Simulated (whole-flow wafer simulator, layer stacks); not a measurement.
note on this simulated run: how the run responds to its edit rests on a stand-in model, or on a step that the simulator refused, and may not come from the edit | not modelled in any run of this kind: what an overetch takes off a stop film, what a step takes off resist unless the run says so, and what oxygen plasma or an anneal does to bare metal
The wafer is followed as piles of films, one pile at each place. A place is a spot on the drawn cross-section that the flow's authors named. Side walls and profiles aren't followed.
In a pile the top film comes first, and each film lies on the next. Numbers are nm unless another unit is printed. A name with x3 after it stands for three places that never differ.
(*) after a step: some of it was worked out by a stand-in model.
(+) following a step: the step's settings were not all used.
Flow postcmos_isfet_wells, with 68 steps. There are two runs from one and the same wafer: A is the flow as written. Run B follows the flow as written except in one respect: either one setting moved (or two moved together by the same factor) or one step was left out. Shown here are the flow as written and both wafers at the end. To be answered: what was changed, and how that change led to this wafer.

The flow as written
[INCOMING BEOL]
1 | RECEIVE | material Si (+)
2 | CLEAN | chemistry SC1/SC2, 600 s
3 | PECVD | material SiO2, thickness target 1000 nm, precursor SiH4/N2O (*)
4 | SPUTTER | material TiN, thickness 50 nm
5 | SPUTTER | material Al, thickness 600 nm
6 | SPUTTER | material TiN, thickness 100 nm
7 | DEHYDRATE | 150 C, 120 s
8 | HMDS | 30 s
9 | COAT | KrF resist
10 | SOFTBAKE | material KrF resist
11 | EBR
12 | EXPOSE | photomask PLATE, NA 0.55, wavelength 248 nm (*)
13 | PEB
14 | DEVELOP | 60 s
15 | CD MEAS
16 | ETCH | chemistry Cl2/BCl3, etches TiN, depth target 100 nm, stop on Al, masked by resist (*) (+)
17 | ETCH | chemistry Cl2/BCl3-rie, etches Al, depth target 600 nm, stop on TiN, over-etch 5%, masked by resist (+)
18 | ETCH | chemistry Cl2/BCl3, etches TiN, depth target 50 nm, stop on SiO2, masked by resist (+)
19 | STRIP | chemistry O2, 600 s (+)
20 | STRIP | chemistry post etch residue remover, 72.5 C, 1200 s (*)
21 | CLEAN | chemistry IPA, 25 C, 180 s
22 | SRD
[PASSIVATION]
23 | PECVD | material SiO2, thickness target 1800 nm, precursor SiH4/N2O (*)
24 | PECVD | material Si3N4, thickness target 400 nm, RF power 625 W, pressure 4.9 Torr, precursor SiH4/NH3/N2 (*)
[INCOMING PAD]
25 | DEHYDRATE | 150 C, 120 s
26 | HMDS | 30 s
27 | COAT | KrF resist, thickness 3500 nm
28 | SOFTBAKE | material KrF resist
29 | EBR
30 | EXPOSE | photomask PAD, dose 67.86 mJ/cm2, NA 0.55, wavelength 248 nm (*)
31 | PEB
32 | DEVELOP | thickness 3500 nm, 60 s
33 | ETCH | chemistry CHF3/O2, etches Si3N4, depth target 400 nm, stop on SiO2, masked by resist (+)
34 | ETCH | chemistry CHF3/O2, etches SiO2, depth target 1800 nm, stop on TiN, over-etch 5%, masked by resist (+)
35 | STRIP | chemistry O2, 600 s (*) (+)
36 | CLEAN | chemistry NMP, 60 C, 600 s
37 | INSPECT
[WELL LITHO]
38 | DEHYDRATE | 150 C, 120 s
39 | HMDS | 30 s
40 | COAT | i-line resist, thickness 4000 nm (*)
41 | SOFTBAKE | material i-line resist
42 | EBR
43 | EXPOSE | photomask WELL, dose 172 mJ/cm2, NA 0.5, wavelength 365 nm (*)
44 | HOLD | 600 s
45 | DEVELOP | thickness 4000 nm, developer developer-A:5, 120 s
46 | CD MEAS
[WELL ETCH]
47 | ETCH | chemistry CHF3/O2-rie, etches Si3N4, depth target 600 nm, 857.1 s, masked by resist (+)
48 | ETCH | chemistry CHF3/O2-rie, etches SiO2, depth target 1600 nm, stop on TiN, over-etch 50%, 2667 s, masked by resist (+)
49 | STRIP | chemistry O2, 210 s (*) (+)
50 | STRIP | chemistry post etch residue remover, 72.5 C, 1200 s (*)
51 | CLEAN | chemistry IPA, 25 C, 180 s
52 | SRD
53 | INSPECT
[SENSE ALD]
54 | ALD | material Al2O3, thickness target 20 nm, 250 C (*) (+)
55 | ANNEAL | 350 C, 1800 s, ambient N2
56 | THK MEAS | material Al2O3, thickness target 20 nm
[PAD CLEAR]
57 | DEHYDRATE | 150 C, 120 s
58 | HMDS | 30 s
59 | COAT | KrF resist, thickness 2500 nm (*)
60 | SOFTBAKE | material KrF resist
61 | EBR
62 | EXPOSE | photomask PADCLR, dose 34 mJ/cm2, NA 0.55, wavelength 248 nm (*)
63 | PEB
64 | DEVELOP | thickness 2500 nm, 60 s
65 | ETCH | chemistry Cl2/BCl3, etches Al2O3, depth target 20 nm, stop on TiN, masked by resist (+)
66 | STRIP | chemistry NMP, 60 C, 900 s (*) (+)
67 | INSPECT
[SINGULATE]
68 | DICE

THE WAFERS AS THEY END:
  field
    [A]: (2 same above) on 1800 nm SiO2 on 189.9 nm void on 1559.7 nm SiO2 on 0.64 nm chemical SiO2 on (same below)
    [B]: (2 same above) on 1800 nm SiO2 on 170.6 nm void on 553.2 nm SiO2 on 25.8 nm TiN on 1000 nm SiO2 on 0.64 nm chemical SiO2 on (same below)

The reason: step 18, ETCH: depth target 23.8 nm was run, whereas the flow has depth target 50 nm.

Step by step, how the change led to this:
  18 | ETCH | chemistry Cl2/BCl3, etches TiN, depth target 50 nm, stop on SiO2, masked by resist (+)
      field: A TiN loses 50 (all of it) | B TiN loses 23.8
      margin, well900, well1300 x3, pad_rim, pad_clr, pad_open: A KrF resist loses 20 | B KrF resist loses 9.52
  23 | PECVD | material SiO2, thickness target 1800 nm, precursor SiH4/N2O (*)
      field: A SiO2 gains 1800 (new film), void gains 189.9 (new film), SiO2 gains 559.7 | B SiO2 gains 1800 (new film), void gains 170.6 (new film), SiO2 gains 553.2 (new film)
With metal films that touch counted as one body, field has 1 body; the flow as written gives 0 bodies.
